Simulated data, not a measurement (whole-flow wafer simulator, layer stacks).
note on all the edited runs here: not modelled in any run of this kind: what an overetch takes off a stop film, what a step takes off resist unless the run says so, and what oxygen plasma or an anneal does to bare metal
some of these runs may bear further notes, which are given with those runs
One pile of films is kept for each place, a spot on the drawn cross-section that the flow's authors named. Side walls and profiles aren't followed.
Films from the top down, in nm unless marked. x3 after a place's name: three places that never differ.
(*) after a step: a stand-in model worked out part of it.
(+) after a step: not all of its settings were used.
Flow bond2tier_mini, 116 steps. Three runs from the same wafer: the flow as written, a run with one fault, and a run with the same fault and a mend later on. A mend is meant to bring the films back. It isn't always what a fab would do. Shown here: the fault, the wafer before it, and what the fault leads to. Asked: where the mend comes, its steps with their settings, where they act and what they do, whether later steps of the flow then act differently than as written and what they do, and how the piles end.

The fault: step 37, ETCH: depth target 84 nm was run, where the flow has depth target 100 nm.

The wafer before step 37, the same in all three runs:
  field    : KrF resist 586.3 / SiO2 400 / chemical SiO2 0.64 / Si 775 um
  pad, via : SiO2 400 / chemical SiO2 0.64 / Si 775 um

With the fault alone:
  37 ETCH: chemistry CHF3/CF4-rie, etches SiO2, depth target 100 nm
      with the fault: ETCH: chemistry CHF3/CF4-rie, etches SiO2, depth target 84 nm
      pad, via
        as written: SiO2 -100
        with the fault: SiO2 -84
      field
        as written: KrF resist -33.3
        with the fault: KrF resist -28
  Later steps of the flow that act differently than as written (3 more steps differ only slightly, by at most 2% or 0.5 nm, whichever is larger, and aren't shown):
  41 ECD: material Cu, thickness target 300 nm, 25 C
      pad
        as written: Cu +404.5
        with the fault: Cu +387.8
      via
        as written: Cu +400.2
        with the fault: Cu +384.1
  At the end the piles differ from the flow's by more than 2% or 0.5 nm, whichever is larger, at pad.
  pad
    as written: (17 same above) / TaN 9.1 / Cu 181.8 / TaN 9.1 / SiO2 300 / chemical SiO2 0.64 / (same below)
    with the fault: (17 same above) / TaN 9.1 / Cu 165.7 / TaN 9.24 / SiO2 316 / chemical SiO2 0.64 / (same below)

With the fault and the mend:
  The mend comes after step 38.
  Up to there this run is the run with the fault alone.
  38a COAT: KrF resist, thickness 600 nm (*) (the flow's step 32 once more)
      field
        KrF resist +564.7 (new film)
      pad
        KrF resist +636.9 (new film)
      via
        KrF resist +632 (new film)
  38b SOFTBAKE: KrF resist (the flow's step 33 once more)
      changes no film at any place that is followed
  38c EXPOSE: photomask APAD, NA 0.6 (the flow's step 34 once more)
      changes no film at any place that is followed
  38d PEB: KrF resist (the flow's step 35 once more)
      changes no film at any place that is followed
  38e DEVELOP: developer TMAH-0.26N, 60 s (the flow's step 36 once more)
      field
        KrF resist -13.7
      pad
        KrF resist -636.9 (all of it)
      via
        KrF resist -632 (all of it)
  38f ETCH: chemistry CHF3/CF4-rie, etches SiO2, depth target 16 nm (the flow's step 37 once more, with other settings)
      pad, via
        SiO2 -16
      field
        KrF resist -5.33
  38g STRIP: chemistry O2, over-ash 100% (+) (the flow's step 38 once more)
      field
        KrF resist -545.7 (all of it)
  No later step of the flow acts differently than as written at any place that is followed.
  At the end the piles are the same as the flow's at every place that both follow.
